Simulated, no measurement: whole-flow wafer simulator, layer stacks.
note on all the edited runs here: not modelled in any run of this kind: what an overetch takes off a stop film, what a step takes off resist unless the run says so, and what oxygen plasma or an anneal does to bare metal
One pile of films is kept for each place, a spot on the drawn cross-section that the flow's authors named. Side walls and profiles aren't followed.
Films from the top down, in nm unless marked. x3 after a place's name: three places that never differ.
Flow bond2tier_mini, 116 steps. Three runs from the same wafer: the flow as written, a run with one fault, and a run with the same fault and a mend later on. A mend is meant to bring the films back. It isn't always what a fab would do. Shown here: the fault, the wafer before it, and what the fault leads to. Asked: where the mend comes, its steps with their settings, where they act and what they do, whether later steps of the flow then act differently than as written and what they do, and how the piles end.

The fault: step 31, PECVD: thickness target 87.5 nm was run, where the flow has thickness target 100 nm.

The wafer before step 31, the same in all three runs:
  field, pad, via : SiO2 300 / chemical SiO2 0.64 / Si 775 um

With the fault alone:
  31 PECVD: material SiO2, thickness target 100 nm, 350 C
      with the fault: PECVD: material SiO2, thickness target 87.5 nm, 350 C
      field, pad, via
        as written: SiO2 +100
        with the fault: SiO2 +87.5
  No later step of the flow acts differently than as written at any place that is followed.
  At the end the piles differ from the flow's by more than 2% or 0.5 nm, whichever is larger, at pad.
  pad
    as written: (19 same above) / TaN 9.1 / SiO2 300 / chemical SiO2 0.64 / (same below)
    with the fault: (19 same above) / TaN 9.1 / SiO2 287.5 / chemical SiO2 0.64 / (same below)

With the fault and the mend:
  The mend comes after step 31.
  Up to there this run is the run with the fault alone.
  31a PECVD: material SiO2, thickness target 12.5 nm, 350 C (the flow's step 31 once more, with other settings)
      field, pad, via
        SiO2 +12.5
  No later step of the flow acts differently than as written at any place that is followed.
  At the end the piles are the same as the flow's at every place that both follow.
